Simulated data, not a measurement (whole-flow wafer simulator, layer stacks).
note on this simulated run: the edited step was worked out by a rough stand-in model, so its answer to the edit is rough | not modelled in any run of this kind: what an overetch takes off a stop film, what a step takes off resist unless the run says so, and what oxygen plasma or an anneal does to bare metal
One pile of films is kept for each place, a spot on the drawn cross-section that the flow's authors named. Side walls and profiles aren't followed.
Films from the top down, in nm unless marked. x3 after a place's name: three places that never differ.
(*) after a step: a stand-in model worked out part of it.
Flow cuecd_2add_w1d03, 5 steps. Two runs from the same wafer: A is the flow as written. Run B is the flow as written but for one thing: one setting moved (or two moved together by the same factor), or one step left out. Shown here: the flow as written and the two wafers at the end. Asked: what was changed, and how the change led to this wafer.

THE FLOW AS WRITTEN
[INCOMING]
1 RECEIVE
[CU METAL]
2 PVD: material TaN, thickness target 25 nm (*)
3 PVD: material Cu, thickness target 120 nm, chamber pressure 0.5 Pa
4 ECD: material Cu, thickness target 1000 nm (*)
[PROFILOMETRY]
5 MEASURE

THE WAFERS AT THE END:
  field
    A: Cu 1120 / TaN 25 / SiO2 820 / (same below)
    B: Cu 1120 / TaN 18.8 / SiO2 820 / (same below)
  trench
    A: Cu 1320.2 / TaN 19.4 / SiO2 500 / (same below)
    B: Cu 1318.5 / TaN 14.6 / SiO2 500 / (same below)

The cause: step 2, PVD: thickness target 18.8 nm was run, where the flow has thickness target 25 nm.
It can be read off the wafer: field has TaN 18.8, and step 2 as written asks for 25 nm.

How the change led to this, step by step:
  2 PVD: material TaN, thickness target 25 nm (*)
      field: A TaN +25 (new film) | B TaN +18.8 (new film)
      trench: A TaN +19.4 (new film) | B TaN +14.6 (new film)
